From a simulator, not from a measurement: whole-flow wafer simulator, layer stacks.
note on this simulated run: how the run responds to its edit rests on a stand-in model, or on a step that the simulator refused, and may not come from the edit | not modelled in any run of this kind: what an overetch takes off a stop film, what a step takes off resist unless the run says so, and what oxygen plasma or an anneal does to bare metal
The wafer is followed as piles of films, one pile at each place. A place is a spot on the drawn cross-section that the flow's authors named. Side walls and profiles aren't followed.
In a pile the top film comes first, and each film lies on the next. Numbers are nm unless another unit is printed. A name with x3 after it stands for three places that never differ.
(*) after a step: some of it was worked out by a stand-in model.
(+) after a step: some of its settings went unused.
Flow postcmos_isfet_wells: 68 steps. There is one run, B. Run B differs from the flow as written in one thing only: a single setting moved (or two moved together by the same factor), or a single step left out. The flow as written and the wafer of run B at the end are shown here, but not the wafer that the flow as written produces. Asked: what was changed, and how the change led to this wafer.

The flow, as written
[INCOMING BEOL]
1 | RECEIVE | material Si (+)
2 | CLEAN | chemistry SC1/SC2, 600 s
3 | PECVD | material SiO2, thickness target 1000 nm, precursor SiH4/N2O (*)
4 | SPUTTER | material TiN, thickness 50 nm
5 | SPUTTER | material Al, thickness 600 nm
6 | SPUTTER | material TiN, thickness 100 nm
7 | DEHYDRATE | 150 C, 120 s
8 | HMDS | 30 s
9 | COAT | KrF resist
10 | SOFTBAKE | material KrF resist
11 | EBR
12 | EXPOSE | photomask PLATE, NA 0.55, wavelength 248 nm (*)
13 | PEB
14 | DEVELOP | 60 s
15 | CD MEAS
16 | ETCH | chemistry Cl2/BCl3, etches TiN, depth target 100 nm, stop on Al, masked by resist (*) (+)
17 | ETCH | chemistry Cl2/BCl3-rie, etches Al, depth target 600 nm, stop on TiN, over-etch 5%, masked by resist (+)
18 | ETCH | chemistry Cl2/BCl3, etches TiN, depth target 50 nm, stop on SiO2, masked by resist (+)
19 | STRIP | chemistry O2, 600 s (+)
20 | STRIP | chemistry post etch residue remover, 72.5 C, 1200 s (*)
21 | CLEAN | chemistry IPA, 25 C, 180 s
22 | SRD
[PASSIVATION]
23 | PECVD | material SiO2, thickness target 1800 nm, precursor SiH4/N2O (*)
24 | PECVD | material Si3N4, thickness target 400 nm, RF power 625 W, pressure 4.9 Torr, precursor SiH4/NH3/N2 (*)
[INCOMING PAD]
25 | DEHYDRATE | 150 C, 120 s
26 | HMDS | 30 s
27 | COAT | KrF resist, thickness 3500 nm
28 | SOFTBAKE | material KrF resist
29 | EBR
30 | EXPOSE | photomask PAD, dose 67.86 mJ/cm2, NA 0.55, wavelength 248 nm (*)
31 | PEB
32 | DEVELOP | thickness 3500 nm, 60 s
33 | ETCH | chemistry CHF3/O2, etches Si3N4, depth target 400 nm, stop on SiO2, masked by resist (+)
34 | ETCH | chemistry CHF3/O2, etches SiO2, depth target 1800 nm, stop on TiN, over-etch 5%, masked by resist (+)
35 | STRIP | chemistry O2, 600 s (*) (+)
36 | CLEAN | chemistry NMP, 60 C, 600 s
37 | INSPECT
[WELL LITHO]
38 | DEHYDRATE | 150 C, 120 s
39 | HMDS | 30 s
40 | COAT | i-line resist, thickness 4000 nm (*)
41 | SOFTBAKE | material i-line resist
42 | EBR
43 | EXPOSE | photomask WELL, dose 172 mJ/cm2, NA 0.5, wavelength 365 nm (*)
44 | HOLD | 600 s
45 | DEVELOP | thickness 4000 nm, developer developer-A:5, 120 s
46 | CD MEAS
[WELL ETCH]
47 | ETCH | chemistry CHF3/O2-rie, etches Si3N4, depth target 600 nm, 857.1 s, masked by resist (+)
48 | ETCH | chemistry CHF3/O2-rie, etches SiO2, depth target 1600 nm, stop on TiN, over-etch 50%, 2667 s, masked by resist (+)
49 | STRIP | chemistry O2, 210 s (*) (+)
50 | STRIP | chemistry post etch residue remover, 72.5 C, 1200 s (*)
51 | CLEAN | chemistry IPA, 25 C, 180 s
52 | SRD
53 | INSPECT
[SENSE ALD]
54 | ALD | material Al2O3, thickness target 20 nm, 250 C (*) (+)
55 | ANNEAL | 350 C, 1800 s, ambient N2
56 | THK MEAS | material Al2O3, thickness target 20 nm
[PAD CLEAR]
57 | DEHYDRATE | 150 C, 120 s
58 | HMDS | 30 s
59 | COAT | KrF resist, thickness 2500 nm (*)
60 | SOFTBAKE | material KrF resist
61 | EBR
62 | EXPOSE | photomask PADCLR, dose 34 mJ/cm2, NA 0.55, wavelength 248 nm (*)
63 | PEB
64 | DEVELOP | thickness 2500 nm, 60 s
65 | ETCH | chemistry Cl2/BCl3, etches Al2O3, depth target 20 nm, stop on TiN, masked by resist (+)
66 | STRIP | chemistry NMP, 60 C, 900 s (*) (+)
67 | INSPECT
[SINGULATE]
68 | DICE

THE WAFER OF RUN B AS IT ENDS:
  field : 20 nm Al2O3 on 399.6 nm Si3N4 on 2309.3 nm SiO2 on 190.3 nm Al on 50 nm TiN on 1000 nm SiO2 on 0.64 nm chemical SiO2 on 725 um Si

What caused this: step 17, ETCH: depth target 354 nm was run, while the flow as written has depth target 600 nm.

The path from the change to this, step by step:
  17 | ETCH | chemistry Cl2/BCl3-rie, etches Al, depth target 600 nm, stop on TiN, over-etch 5%, masked by resist (+)
      field: Al loses 354 (in the flow as written it would be: Al loses 600 (all of it))
      margin, well900, well1300 x3, pad_rim, pad_clr, pad_open: KrF resist loses 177 (in the flow as written it would be: KrF resist loses 300)
  18 | ETCH | chemistry Cl2/BCl3, etches TiN, depth target 50 nm, stop on SiO2, masked by resist (+)
      field: Al loses 50 (in the flow as written it would be: TiN loses 50 (all of it))
  19 | STRIP | chemistry O2, 600 s (+)
      margin, well900, well1300 x3, pad_rim, pad_clr, pad_open: KrF resist loses 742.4 (all of it) (in the flow as written it would be: KrF resist loses 619.4 (all of it))
  20 | STRIP | chemistry post etch residue remover, 72.5 C, 1200 s (*)
      field: Al loses 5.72 (in the flow as written it would be: nothing)
  23 | PECVD | material SiO2, thickness target 1800 nm, precursor SiH4/N2O (*)
      field: SiO2 gains 2309.3 (new film) (in the flow as written it would be: SiO2 gains 1800 (new film), void gains 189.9 (new film), SiO2 gains 559.7)
If metal films that touch count as one body, field has 1 body; the flow as written gives 0 bodies.
